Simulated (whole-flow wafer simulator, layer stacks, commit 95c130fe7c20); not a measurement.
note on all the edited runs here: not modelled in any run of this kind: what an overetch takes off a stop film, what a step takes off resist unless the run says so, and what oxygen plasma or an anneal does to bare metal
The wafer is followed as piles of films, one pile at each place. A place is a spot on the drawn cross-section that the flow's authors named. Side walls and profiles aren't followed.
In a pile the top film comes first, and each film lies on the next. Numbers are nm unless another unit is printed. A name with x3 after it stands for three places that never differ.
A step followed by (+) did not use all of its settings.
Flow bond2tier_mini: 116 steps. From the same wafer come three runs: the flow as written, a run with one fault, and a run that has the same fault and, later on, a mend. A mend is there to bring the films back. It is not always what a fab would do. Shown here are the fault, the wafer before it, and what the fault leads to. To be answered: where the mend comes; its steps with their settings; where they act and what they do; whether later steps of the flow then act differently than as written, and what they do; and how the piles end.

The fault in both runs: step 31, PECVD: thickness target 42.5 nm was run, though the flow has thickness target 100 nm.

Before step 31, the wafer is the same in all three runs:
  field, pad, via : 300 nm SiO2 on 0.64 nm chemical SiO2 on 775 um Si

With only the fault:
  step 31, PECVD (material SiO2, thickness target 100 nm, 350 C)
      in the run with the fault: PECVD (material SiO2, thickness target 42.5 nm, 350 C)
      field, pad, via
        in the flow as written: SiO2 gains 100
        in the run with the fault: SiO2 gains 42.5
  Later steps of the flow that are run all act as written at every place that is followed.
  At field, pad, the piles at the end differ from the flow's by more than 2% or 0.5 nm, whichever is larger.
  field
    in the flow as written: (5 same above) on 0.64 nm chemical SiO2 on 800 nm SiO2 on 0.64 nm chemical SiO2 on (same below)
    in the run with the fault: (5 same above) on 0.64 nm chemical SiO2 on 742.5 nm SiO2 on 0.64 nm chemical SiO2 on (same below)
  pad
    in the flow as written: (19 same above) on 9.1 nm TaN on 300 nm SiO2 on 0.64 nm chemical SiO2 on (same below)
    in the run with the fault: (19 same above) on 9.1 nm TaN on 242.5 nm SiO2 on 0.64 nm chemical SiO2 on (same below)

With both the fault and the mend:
  The mend follows step 36.
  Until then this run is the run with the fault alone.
  step 36a, STRIP (chemistry O2, over-ash 100%) (+)
      field
        KrF resist loses 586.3 (all of it)
  step 36b, PECVD (material SiO2, thickness target 57.5 nm, 350 C) (the flow's step 31, run once more with other settings)
      field, pad, via
        SiO2 gains 57.5
  step 36c, COAT (KrF resist, thickness 600 nm) (the flow's step 32, run once more)
      field, pad, via
        KrF resist gains 600 (new film)
  step 36d, SOFTBAKE (KrF resist) (the flow's step 33, run once more)
      alters no film at any place that is followed
  step 36e, EXPOSE (photomask APAD, NA 0.6) (the flow's step 34, run once more)
      alters no film at any place that is followed
  step 36f, PEB (KrF resist) (the flow's step 35, run once more)
      alters no film at any place that is followed
  step 36g, DEVELOP (developer TMAH-0.26N, 60 s) (the flow's step 36, run once more)
      pad, via
        KrF resist loses 600 (all of it)
      field
        KrF resist loses 13.7
  Later steps of the flow that are run all act as written at every place that is followed.
  At every place that both follow, the piles at the end match the flow's.
